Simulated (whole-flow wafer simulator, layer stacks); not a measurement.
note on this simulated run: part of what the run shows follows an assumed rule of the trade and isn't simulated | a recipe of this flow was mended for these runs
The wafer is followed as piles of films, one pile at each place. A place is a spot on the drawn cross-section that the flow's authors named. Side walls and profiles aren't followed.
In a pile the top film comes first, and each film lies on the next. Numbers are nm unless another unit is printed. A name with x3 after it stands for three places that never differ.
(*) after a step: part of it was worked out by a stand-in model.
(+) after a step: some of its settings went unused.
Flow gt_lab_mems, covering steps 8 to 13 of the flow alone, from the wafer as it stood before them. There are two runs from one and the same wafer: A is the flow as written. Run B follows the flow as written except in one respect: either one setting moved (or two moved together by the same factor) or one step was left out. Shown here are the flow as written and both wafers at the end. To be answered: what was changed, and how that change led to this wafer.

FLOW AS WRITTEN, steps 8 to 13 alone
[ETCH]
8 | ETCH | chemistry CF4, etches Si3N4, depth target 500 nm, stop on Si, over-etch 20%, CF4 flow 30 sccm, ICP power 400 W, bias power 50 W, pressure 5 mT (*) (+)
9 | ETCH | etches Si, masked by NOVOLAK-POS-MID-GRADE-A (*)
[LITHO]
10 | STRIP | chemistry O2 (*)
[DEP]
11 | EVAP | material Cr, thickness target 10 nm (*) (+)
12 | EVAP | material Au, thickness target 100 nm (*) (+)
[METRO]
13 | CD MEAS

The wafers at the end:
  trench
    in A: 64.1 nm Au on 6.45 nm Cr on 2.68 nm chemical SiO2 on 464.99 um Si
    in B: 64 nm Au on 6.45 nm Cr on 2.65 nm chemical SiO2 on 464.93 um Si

What caused this: step 8, ETCH: depth target 608 nm was run, while the flow as written has depth target 500 nm.

The path from the change to this, step by step:
  8 | ETCH | chemistry CF4, etches Si3N4, depth target 500 nm, stop on Si, over-etch 20%, CF4 flow 30 sccm, ICP power 400 W, bias power 50 W, pressure 5 mT (*) (+)
      field: A -400 g/i-line-resist | B -486.4 g/i-line-resist
      trench: A -500 Si3N4 (all of it), -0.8 chemical SiO2 (all of it), -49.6 Si | B -500 Si3N4 (all of it), -0.8 chemical SiO2 (all of it), -114.4 Si
  10 | STRIP | chemistry O2 (*)
      field: A -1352 g/i-line-resist (all of it) | B -1265.6 g/i-line-resist (all of it)
